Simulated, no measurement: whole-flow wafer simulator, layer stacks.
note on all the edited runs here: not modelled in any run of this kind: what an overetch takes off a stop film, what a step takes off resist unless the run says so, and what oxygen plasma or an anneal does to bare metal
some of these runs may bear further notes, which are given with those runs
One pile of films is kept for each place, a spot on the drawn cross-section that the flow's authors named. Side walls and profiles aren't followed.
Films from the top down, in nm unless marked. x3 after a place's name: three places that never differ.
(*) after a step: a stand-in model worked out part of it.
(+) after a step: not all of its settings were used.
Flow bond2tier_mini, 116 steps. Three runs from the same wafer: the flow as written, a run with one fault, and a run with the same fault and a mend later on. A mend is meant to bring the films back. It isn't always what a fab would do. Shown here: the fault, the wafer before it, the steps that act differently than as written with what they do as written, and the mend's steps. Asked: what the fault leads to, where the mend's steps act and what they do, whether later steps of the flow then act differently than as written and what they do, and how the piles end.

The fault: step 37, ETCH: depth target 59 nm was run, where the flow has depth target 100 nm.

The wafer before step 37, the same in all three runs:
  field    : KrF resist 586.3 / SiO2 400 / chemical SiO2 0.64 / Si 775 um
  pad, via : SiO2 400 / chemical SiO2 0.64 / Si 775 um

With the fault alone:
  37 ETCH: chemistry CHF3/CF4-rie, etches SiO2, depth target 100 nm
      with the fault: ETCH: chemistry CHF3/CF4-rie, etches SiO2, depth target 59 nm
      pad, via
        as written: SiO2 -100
        with the fault: SiO2 -59
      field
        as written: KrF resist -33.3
        with the fault: KrF resist -19.7
  Later steps of the flow that act differently than as written (1 more step differs only slightly, by at most 2% or 0.5 nm, whichever is larger, and isn't shown):
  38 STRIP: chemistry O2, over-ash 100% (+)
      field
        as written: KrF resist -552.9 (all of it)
        with the fault: KrF resist -566.6 (all of it)
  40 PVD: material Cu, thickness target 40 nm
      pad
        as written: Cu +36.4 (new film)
        with the fault: Cu +37.9 (new film)
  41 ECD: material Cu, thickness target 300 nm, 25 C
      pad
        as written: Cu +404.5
        with the fault: Cu +361.7
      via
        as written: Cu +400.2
        with the fault: Cu +359
  At the end the piles differ from the flow's by more than 2% or 0.5 nm, whichever is larger, at pad.
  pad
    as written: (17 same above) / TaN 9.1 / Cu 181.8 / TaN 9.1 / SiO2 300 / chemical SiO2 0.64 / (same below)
    with the fault: (17 same above) / TaN 9.1 / Cu 140.4 / TaN 9.47 / SiO2 341 / chemical SiO2 0.64 / (same below)

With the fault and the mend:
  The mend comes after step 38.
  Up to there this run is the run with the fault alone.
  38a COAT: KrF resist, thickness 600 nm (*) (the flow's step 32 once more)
      field
        KrF resist +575 (new film)
      pad
        KrF resist +626.1 (new film)
      via
        KrF resist +622.9 (new film)
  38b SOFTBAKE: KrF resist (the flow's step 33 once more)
      changes no film at any place that is followed
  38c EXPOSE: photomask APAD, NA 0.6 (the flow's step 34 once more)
      changes no film at any place that is followed
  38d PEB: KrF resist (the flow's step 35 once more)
      changes no film at any place that is followed
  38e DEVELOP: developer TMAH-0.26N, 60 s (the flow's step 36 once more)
      field
        KrF resist -13.7
      pad
        KrF resist -626.1 (all of it)
      via
        KrF resist -622.9 (all of it)
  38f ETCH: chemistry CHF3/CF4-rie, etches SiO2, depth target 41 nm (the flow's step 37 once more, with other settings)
      pad, via
        SiO2 -41
      field
        KrF resist -13.7
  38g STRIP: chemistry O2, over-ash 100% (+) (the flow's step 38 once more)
      field
        KrF resist -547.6 (all of it)
  No later step of the flow acts differently than as written at any place that is followed.
  At the end the piles are the same as the flow's at every place that both follow.
